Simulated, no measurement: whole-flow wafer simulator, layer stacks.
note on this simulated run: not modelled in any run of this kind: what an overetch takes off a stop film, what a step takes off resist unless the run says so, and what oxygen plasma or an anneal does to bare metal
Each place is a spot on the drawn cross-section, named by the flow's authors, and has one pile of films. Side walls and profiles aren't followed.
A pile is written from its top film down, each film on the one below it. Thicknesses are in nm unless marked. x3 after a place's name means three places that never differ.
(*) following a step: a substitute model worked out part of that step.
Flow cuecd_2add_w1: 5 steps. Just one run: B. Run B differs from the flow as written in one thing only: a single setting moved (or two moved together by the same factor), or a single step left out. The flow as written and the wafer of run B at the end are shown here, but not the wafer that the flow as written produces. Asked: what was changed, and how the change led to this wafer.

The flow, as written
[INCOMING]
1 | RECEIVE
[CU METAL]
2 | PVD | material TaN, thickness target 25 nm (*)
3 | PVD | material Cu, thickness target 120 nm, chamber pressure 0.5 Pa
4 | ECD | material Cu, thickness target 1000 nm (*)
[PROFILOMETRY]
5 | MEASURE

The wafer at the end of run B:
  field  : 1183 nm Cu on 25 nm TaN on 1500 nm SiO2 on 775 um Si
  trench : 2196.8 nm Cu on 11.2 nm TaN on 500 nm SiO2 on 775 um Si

Cause: step 3, PVD: thickness target 183 nm was run, though the flow has thickness target 120 nm.

Step by step, how the change led to this:
  3 | PVD | material Cu, thickness target 120 nm, chamber pressure 0.5 Pa
      field: Cu gains 183 (new film) (it would be, as written: Cu gains 120 (new film))
      trench: Cu gains 80.1 (new film) (it would be, as written: Cu gains 53.6 (new film))
